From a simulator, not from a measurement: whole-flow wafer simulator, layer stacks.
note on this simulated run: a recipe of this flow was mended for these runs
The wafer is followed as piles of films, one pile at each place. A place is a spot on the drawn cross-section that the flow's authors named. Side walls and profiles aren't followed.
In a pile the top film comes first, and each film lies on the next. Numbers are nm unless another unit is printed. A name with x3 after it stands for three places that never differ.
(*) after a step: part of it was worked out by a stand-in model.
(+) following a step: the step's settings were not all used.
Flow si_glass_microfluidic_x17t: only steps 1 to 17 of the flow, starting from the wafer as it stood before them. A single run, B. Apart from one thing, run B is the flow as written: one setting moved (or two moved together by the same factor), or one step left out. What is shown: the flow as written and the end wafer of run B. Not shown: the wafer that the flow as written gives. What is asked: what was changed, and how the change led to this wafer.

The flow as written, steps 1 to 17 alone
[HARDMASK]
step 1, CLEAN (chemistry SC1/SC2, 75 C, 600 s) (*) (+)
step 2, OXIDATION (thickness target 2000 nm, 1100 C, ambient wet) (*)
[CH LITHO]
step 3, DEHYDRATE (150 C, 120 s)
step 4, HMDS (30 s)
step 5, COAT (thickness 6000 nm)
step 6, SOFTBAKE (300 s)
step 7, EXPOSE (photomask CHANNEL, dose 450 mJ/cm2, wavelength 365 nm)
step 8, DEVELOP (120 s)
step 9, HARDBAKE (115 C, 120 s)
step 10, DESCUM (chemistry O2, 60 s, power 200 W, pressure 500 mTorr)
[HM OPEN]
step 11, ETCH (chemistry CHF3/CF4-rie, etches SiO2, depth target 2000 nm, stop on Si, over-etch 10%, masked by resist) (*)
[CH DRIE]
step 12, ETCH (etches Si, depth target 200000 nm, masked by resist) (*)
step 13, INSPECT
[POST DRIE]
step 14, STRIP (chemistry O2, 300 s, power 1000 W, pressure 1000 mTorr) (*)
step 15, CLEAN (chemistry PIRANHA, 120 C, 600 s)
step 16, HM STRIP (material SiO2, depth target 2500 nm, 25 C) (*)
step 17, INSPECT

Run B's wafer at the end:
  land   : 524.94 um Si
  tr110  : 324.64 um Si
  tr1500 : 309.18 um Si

The reason: step 2, OXIDATION: 770 C was run, though the flow has 1100 C.

How this came from the change, step by step:
  step 2, OXIDATION (thickness target 2000 nm, 1100 C, ambient wet) (*)
      land, tr110, tr1500, tr15: SiO2 gains 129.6 (new film), chemical SiO2 loses 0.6 (all of it), Si loses 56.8 (it would be, as written: SiO2 gains 2000 (new film), chemical SiO2 loses 0.6 (all of it), Si loses 879.7)
  step 11, ETCH (chemistry CHF3/CF4-rie, etches SiO2, depth target 2000 nm, stop on Si, over-etch 10%, masked by resist) (*)
      tr110, tr1500, tr15: SiO2 loses 129.6 (all of it), Si loses 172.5 (it would be, as written: SiO2 loses 2000 (all of it), Si loses 16.7)
      land: thick-i-line-resist loses 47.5 (it would be, as written: thick-i-line-resist loses 733.3)
  step 12, ETCH (etches Si, depth target 200000 nm, masked by resist) (*)
      tr1500: Si loses 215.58 um (it would be, as written: Si loses 215.73 um)
      tr15: Si loses 150.36 um (it would be, as written: Si loses 149.99 um)
  step 14, STRIP (chemistry O2, 300 s, power 1000 W, pressure 1000 mTorr) (*)
      land: thick-i-line-resist loses 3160 (all of it) (it would be, as written: thick-i-line-resist loses 2472.3 (all of it))
  step 16, HM STRIP (material SiO2, depth target 2500 nm, 25 C) (*)
      land: SiO2 loses 129.6 (all of it) (it would be, as written: SiO2 loses 2000 (all of it))
